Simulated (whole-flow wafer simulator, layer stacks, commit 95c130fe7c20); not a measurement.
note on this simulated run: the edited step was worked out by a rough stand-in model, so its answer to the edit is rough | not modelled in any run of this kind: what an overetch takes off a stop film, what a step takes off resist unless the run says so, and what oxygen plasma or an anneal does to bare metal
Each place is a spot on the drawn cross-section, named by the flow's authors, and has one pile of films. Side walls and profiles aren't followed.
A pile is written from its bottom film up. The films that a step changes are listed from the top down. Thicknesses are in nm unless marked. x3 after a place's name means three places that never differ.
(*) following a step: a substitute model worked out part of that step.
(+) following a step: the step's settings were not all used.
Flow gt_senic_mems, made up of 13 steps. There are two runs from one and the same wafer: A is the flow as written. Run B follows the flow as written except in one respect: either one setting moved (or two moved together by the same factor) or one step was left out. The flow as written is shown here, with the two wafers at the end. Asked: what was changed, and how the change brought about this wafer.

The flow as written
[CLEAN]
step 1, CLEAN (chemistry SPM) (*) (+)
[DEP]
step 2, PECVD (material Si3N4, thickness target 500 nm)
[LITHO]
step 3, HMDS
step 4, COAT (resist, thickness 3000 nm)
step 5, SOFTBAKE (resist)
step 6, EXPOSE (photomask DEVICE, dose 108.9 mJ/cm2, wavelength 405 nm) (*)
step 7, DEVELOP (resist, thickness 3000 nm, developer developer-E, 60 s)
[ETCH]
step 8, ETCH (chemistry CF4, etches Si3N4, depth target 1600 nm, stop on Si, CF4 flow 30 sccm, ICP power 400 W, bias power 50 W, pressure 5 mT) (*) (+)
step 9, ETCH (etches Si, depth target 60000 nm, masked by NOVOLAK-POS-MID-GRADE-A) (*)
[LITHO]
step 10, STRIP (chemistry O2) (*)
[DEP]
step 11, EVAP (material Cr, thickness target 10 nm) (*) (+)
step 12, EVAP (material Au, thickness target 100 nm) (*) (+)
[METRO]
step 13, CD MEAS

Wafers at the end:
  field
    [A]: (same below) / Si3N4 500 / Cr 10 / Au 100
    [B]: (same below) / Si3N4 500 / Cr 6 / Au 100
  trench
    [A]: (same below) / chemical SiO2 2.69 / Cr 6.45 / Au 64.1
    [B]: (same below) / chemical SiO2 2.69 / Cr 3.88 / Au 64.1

The reason: step 11, EVAP: thickness target 6 nm was run, though the flow has thickness target 10 nm.
One can read it off the wafer: field has Cr 6, and step 11 as written asks for 10 nm.

How this came from the change, step by step:
  step 11, EVAP (material Cr, thickness target 10 nm) (*) (+)
      field: A +10 Cr (new film) | B +6 Cr (new film)
      trench: A +6.45 Cr (new film) | B +3.88 Cr (new film)
